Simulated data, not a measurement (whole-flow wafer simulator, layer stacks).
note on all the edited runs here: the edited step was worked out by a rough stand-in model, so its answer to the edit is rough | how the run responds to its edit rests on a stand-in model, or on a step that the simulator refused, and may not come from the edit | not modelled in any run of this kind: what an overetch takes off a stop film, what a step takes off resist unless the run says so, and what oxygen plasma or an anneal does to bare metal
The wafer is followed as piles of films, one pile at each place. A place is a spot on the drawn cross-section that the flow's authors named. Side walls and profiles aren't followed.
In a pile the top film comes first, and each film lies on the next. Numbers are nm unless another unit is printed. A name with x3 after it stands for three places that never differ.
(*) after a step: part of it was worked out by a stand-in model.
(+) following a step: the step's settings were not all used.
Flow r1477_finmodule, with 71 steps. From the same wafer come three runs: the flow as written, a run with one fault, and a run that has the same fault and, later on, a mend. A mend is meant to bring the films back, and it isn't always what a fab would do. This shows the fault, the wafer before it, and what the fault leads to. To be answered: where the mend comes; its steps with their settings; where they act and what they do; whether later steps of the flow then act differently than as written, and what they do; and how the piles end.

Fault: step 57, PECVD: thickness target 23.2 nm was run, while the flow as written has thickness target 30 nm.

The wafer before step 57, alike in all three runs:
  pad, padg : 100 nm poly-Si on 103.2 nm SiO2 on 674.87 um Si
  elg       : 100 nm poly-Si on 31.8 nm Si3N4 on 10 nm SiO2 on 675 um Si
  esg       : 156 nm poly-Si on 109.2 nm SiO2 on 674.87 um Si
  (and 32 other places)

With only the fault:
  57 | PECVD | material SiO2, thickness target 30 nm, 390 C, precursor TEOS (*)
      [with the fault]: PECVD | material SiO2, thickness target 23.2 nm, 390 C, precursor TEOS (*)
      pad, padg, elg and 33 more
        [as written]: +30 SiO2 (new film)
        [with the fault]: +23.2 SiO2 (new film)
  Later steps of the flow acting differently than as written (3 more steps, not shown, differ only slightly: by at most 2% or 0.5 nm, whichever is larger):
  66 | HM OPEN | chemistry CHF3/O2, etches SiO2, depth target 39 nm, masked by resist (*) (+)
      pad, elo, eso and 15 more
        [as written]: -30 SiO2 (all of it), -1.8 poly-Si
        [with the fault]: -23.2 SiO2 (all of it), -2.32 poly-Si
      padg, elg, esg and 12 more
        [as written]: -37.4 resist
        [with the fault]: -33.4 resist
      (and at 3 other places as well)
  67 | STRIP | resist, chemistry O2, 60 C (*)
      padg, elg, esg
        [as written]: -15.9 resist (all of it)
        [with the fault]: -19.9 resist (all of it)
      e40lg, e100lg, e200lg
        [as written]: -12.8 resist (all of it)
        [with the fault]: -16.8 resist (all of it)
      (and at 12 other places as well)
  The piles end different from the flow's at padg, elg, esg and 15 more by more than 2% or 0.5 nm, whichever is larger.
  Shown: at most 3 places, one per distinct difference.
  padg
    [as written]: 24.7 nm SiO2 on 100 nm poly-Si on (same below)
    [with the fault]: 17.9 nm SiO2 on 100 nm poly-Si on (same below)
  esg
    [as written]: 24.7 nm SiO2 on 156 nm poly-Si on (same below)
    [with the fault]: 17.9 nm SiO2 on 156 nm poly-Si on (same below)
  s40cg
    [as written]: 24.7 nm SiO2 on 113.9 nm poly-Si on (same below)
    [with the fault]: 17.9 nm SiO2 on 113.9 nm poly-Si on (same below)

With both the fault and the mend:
  The mend stands after step 64.
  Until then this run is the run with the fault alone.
  64a | STRIP | resist, chemistry O2, 60 C
      padg, elg, esg
        -70 resist (all of it)
      e40lg, e100lg, e200lg
        -66.9 resist (all of it)
      s40sg, s45sg
        -91 resist (all of it)
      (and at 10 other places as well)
  64b | PECVD | material SiO2, thickness target 6.8 nm, 390 C, precursor TEOS (*) (the flow's step 57, run once more with other settings)
      pad, padg, elg and 33 more
        +6.8 SiO2
  64c | COAT | resist, thickness 70 nm (*) (the flow's step 60, run once more)
      e40lg, e100lg, e200lg, elo, e40lo, e100lo, e200lo
        +66.9 resist (new film)
      pad, padg, elg, esg
        +70 resist (new film)
      s40sg, s45sg, s40so, s45so
        +91 resist (new film)
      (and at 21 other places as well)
  64d | SOFTBAKE | 180 C, 180 s (*) (the flow's step 61, run once more)
      alters no film at any place that is followed
  64e | EXPOSE | resist, photomask GATE (the flow's step 62, run once more)
      alters no film at any place that is followed
  64f | DEVELOP (*) (the flow's step 63, run once more)
      elo, e40lo, e100lo, e200lo
        -66.9 resist (all of it)
      eso, e40so
        -129.5 resist (all of it)
      s40so, s45so
        -91 resist (all of it)
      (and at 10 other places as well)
  Later steps of the flow that are run all act as written at every place that is followed.
  At every place that both follow, the piles at the end match the flow's.
